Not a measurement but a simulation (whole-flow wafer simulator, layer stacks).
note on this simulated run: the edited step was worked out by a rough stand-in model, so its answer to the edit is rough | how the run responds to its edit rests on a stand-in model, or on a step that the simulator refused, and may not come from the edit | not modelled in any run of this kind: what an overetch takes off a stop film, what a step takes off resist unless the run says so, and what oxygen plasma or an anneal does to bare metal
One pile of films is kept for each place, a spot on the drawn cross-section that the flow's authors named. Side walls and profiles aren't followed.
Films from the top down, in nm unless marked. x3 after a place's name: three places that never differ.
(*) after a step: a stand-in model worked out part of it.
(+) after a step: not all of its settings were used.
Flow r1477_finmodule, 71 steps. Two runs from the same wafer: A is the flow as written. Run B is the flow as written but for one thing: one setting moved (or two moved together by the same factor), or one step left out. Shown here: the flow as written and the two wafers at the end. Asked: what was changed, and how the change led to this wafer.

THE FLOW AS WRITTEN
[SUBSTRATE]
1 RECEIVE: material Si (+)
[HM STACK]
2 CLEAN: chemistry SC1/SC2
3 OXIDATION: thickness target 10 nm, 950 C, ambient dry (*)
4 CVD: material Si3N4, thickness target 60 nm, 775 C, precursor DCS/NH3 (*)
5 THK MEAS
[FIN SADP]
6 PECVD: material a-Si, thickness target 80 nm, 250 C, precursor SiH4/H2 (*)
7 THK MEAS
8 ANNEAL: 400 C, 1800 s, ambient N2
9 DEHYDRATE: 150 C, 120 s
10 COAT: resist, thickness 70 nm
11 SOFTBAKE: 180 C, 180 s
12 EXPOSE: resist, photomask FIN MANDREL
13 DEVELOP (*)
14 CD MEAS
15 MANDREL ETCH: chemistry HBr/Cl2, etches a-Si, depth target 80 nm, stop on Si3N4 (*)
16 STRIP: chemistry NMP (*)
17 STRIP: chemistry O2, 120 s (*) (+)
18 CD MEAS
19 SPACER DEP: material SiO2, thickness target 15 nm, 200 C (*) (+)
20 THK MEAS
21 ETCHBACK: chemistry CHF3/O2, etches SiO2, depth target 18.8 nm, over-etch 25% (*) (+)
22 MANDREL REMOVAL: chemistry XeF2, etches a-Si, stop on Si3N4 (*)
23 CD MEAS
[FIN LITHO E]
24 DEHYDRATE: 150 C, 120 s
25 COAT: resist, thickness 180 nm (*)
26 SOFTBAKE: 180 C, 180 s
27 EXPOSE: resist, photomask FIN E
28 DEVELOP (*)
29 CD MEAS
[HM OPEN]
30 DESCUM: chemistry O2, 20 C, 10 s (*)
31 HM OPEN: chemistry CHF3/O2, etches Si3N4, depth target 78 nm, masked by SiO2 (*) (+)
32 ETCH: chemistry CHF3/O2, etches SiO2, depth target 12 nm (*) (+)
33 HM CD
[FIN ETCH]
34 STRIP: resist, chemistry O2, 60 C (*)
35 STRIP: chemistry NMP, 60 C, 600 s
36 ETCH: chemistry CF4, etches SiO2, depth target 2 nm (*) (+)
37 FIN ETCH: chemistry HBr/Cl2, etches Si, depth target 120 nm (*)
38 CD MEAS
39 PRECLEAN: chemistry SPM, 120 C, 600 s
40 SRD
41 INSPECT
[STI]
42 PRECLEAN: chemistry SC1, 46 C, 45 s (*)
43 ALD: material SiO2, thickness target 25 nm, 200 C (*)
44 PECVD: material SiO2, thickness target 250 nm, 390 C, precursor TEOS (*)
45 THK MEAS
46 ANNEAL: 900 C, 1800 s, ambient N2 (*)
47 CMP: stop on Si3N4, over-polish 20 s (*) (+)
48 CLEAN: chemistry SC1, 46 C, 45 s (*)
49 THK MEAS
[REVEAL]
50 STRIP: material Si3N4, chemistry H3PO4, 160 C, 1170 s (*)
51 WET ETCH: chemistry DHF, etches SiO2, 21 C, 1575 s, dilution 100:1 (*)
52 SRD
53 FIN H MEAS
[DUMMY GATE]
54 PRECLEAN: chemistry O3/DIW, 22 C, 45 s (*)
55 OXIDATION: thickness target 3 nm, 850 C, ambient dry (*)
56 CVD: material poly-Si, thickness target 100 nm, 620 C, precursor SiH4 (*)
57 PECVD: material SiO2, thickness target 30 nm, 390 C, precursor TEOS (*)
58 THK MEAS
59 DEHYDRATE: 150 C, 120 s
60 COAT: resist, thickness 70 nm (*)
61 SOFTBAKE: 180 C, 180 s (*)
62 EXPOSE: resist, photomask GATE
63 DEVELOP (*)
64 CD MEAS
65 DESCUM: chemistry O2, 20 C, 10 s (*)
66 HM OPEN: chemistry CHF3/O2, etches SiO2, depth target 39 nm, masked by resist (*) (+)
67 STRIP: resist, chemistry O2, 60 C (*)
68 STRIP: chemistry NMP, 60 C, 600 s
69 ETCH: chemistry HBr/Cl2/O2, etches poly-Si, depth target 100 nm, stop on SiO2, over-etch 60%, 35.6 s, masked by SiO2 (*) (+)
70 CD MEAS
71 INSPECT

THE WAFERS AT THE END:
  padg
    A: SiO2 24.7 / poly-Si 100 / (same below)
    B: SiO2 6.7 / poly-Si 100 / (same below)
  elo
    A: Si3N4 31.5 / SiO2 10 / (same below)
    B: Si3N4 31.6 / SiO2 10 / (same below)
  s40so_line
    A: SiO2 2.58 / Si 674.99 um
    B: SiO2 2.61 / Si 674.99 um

The cause: step 57, PECVD: thickness target 12 nm was run, where the flow has thickness target 30 nm.

How the change led to this, step by step:
  57 PECVD: material SiO2, thickness target 30 nm, 390 C, precursor TEOS (*)
      pad, padg, elg and 33 more: A SiO2 +30 (new film) | B SiO2 +12 (new film)
  66 HM OPEN: chemistry CHF3/O2, etches SiO2, depth target 39 nm, masked by resist (*) (+)
      pad, elo, eso and 15 more: A SiO2 -30 (all of it), poly-Si -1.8 | B SiO2 -12 (all of it), poly-Si -1.2
      padg, elg, esg and 15 more: A resist -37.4 | B resist -17.2
  67 STRIP: resist, chemistry O2, 60 C (*)
      padg, elg, esg: A resist -15.9 (all of it) | B resist -36 (all of it)
      e40lg, e100lg, e200lg: A resist -12.8 (all of it) | B resist -32.9 (all of it)
      (and at 12 more places)
